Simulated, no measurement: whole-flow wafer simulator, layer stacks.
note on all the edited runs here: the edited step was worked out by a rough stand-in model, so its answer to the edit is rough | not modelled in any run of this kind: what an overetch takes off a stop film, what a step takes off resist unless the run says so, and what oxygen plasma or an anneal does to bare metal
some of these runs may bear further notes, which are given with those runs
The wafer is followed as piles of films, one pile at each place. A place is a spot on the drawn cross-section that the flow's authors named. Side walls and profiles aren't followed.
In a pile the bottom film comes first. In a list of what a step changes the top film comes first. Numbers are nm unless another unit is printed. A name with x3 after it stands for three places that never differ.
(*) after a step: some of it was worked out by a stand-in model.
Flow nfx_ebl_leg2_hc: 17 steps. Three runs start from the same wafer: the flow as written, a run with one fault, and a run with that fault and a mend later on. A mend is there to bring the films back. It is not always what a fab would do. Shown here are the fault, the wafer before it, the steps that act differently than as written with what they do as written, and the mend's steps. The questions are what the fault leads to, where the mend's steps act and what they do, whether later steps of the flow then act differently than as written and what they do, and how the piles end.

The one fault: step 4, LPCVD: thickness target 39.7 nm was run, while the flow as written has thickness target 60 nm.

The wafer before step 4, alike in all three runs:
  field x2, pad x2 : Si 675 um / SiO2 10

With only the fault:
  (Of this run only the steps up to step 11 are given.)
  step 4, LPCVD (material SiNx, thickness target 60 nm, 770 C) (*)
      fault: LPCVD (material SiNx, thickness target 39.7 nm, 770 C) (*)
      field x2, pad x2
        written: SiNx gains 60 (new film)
        fault: SiNx gains 39.7 (new film)
  Every later step of the flow up to step 11 that is run acts as written at every place that is followed.
  The piles after step 11 differ from the flow's at field x2, pad x2 by more than 2% or 0.5 nm, whichever is larger.
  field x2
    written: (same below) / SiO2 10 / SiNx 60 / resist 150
    fault: (same below) / SiO2 10 / SiNx 39.7 / resist 150
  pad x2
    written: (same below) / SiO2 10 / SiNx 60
    fault: (same below) / SiO2 10 / SiNx 39.7

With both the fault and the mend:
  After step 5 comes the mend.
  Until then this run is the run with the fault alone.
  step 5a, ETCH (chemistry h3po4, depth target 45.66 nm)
      field x2, pad x2
        SiNx loses 39.7 (all of it)
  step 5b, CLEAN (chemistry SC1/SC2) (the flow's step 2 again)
      alters no film at any place that is followed
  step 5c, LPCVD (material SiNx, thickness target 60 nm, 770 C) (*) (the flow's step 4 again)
      field x2, pad x2
        SiNx gains 60 (new film)
  Every later step of the flow that is run acts as written at every place that is followed.
  By the end, the piles equal the flow's at every place that both follow.
